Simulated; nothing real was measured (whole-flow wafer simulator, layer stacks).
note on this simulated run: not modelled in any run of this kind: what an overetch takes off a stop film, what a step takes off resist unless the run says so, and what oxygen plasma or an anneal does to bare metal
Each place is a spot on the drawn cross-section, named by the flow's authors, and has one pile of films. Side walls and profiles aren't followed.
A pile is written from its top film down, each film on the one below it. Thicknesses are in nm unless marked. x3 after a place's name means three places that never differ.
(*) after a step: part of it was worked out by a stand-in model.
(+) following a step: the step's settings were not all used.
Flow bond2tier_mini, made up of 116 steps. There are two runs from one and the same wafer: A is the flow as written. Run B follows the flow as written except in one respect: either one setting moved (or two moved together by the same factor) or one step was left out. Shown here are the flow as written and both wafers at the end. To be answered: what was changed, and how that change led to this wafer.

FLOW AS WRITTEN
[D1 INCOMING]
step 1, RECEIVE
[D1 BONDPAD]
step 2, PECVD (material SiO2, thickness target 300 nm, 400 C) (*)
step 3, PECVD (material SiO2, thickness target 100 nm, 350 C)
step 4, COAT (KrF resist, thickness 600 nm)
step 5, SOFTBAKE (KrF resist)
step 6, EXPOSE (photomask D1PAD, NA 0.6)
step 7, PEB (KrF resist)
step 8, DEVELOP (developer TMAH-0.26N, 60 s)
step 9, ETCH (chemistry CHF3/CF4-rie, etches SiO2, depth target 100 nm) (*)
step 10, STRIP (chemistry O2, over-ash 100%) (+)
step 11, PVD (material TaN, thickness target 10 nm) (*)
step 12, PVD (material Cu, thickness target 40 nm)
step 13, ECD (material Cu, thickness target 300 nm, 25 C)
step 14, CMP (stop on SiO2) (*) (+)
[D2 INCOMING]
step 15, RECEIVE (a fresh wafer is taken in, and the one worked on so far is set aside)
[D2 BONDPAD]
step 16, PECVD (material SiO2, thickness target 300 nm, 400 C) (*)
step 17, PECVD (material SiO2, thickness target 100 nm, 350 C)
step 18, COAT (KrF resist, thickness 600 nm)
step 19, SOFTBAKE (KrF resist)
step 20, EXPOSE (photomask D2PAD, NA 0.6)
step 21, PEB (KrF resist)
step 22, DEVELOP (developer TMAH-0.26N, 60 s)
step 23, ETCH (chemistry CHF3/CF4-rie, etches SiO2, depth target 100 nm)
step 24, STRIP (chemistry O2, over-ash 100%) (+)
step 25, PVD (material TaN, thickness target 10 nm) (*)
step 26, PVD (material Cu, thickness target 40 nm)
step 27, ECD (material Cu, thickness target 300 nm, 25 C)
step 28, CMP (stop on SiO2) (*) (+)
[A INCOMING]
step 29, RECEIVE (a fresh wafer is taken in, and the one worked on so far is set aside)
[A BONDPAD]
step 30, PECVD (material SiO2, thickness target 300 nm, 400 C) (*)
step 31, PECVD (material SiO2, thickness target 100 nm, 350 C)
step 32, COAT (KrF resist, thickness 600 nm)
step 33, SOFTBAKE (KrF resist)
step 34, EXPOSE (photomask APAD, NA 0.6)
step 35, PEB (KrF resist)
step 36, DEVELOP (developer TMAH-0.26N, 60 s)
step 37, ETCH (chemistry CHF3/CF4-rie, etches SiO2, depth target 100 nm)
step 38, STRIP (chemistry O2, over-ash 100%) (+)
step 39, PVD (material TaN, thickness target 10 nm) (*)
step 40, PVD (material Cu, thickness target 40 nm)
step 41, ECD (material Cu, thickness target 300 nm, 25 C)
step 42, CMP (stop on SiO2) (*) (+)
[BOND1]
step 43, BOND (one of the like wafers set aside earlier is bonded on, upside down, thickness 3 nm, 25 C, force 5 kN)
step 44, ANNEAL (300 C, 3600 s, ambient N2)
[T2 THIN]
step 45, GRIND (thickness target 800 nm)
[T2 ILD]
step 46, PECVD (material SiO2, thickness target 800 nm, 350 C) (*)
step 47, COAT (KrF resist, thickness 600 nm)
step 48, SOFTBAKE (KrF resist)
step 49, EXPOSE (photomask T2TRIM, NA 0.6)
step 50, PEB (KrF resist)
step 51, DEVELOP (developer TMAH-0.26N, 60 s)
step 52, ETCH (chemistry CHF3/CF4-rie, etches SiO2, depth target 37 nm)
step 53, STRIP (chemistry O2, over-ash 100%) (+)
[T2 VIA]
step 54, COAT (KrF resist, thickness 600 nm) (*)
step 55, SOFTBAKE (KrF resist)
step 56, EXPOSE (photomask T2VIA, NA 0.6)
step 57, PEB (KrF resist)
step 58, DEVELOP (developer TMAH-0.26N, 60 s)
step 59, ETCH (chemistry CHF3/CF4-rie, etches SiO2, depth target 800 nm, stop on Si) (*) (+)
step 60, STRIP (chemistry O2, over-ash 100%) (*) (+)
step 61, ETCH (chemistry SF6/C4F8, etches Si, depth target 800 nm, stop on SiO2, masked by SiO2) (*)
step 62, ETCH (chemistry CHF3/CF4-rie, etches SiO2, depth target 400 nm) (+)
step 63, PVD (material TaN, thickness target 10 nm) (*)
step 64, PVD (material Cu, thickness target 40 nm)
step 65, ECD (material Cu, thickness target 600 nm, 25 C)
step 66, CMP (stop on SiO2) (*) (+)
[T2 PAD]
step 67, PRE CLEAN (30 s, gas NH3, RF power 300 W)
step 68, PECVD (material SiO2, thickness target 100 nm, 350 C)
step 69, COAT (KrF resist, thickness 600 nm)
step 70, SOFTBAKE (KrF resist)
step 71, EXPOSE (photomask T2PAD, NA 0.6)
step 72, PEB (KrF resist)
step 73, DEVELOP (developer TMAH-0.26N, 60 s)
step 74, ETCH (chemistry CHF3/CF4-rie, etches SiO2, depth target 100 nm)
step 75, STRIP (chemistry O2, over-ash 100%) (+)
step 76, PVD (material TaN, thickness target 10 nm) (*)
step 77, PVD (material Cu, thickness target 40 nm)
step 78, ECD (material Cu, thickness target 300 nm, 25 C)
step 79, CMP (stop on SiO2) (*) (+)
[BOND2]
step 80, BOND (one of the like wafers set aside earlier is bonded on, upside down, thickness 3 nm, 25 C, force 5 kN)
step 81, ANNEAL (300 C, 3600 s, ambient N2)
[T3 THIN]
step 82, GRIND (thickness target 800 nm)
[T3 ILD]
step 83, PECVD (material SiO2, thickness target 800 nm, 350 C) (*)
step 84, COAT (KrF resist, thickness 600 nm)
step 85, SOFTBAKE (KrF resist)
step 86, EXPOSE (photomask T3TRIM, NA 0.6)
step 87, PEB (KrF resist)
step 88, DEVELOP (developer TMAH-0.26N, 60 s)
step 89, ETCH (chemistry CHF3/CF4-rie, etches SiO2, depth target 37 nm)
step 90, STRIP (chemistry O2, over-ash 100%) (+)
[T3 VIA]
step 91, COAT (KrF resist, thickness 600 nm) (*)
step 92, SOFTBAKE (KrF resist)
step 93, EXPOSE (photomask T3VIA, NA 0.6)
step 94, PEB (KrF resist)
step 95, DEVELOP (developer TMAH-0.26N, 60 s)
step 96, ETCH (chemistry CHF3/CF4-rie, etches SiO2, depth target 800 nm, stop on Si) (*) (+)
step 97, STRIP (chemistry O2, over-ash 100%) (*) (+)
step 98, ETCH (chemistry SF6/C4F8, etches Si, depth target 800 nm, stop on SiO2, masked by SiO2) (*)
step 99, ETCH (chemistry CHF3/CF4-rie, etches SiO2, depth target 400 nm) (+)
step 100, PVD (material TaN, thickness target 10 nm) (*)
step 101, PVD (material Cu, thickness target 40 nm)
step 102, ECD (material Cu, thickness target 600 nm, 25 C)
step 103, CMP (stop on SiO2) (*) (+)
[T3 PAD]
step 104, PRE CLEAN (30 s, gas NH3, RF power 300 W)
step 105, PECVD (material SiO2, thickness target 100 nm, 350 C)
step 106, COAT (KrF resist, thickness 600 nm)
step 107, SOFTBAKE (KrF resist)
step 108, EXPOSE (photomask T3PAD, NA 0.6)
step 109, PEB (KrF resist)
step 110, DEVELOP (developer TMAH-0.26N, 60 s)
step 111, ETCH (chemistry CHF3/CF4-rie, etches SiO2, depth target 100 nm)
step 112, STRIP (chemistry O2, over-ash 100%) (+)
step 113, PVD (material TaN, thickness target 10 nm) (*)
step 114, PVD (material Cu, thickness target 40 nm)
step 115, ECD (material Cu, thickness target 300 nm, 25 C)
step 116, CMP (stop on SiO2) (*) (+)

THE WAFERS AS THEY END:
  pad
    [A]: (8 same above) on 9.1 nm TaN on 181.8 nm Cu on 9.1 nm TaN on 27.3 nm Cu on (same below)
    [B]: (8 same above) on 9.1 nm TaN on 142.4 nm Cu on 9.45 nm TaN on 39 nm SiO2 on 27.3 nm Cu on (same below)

Cause: step 74, ETCH: depth target 61 nm was run, while the flow as written has depth target 100 nm.

Step by step, how the change led to this:
  step 74, ETCH (chemistry CHF3/CF4-rie, etches SiO2, depth target 100 nm)
      pad: A SiO2 loses 100 (all of it) | B SiO2 loses 61
      field: A KrF resist loses 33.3 | B KrF resist loses 20.3
  step 75, STRIP (chemistry O2, over-ash 100%) (+)
      field: A KrF resist loses 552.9 (all of it) | B KrF resist loses 565.9 (all of it)
  step 77, PVD (material Cu, thickness target 40 nm)
      pad: A Cu gains 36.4 (new film) | B Cu gains 37.8 (new film)
  step 78, ECD (material Cu, thickness target 300 nm, 25 C)
      pad: A Cu gains 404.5 | B Cu gains 363.8
If metal films that touch count as one body, pad has 4 bodies (between them, from the top down: SiO2 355 / Si 800 / chemical SiO2 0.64 / SiO2 300; SiO2 39; SiO2 355 / Si 800 / chemical SiO2 0.64 / SiO2 300); the flow as written gives 3 bodies (between them, from the top down: SiO2 355 / Si 800 / chemical SiO2 0.64 / SiO2 300; SiO2 355 / Si 800 / chemical SiO2 0.64 / SiO2 300).
